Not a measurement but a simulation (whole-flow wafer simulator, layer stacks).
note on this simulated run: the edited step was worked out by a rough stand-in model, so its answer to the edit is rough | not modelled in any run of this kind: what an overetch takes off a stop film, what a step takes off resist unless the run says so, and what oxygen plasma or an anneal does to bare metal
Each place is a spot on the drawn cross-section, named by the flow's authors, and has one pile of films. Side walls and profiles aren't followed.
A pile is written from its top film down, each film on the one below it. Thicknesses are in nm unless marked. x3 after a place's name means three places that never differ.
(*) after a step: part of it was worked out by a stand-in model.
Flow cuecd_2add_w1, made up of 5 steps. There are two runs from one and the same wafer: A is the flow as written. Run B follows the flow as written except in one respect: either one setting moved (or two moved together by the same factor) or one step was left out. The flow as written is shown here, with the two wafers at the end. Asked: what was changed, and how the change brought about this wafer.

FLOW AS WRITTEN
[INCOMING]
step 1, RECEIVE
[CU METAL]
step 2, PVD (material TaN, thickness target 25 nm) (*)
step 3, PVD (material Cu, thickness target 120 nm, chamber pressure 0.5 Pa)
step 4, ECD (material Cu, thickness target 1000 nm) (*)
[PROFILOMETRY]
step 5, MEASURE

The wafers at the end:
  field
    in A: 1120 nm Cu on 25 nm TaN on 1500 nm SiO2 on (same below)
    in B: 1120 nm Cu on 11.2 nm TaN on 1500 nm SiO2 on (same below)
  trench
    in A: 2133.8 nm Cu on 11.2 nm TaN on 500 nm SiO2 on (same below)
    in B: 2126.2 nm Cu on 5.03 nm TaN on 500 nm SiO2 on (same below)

Cause: step 2, PVD: thickness target 11.2 nm was run, while the flow as written has thickness target 25 nm.
The wafer itself shows it: field has TaN 11.2, and step 2 as written asks for 25 nm.

How this came from the change, step by step:
  step 2, PVD (material TaN, thickness target 25 nm) (*)
      field: A +25 TaN (new film) | B +11.2 TaN (new film)
      trench: A +11.2 TaN (new film) | B +5.03 TaN (new film)
